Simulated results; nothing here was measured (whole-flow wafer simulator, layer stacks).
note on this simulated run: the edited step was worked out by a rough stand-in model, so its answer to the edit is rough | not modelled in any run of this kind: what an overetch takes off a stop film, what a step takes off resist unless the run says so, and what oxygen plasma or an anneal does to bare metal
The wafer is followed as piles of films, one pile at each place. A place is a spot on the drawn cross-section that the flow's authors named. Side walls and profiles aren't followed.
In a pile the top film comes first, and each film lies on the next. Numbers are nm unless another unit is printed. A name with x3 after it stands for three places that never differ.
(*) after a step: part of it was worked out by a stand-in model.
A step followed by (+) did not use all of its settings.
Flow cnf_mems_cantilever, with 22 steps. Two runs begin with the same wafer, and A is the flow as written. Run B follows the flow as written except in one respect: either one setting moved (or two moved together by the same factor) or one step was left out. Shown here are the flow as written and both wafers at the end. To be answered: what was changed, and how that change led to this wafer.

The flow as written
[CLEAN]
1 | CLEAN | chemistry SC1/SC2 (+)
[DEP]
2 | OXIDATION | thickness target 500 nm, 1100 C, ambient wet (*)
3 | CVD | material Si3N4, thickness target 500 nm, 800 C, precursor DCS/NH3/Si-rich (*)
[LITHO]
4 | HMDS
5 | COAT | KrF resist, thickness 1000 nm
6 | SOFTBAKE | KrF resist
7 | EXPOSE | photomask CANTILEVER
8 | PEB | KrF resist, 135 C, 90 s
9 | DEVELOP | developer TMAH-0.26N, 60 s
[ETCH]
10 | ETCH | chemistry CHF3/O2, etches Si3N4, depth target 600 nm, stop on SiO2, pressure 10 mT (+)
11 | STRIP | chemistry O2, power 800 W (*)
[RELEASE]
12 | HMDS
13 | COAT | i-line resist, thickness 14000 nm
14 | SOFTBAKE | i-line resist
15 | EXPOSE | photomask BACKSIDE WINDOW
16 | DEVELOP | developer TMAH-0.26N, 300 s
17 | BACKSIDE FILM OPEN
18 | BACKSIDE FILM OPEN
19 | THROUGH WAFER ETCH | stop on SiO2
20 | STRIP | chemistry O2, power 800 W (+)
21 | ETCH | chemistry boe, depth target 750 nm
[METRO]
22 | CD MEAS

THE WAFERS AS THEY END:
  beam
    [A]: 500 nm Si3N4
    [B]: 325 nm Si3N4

The reason: step 3, CVD: thickness target 325 nm was run, while the flow as written has thickness target 500 nm.
The wafer lets one read it off: beam has Si3N4 325, and step 3 as written asks for 500 nm.

Step by step, how the change led to this:
  3 | CVD | material Si3N4, thickness target 500 nm, 800 C, precursor DCS/NH3/Si-rich (*)
      field, beam: A +500 Si3N4 (new film) | B +325 Si3N4 (new film)
  10 | ETCH | chemistry CHF3/O2, etches Si3N4, depth target 600 nm, stop on SiO2, pressure 10 mT (+)
      field: A -500 Si3N4 (all of it) | B -325 Si3N4 (all of it)
      beam: A -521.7 KrF resist | B -423.9 KrF resist
  11 | STRIP | chemistry O2, power 800 W (*)
      beam: A -419.9 KrF resist (all of it) | B -517.8 KrF resist (all of it)
